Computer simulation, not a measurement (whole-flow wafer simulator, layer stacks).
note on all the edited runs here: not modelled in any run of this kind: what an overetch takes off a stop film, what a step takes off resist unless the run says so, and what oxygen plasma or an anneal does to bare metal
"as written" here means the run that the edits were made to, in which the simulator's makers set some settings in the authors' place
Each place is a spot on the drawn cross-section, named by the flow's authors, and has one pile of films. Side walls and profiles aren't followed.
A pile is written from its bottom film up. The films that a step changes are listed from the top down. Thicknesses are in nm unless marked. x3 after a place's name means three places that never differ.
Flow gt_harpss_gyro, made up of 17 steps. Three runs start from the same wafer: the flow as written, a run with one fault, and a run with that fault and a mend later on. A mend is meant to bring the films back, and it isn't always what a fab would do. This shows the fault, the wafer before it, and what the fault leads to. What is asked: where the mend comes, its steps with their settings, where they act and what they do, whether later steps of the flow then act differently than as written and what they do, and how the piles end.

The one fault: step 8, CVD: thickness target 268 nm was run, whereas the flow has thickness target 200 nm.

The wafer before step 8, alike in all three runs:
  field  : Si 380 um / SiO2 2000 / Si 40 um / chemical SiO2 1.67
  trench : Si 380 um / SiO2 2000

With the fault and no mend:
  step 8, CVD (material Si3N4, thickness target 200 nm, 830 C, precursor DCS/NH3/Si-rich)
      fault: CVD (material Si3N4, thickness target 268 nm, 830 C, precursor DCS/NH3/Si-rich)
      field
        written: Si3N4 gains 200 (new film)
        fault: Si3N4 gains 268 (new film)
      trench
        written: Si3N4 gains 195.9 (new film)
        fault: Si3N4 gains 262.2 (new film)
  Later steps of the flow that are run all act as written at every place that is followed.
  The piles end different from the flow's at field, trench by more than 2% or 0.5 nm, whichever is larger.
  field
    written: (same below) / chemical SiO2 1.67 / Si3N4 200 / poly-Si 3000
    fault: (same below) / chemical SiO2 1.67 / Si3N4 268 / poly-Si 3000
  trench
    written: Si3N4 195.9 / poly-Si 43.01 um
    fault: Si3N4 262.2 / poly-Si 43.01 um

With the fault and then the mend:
  The mend follows step 8.
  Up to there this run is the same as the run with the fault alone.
  step 8a, ETCH (chemistry h3po4, depth target 308 nm)
      field
        Si3N4 loses 268 (all of it)
      trench
        Si3N4 loses 262.2 (all of it)
  step 8b, CLEAN (chemistry SPM) (the flow's step 1 again)
      leaves every film unchanged at each place that is followed
  step 8c, CVD (material Si3N4, thickness target 200 nm, 830 C, precursor DCS/NH3/Si-rich) (the flow's step 8 again)
      field
        Si3N4 gains 200 (new film)
      trench
        Si3N4 gains 195.9 (new film)
  Later steps of the flow that are run all act as written at every place that is followed.
  The piles end the same as the flow's at every place that both follow.
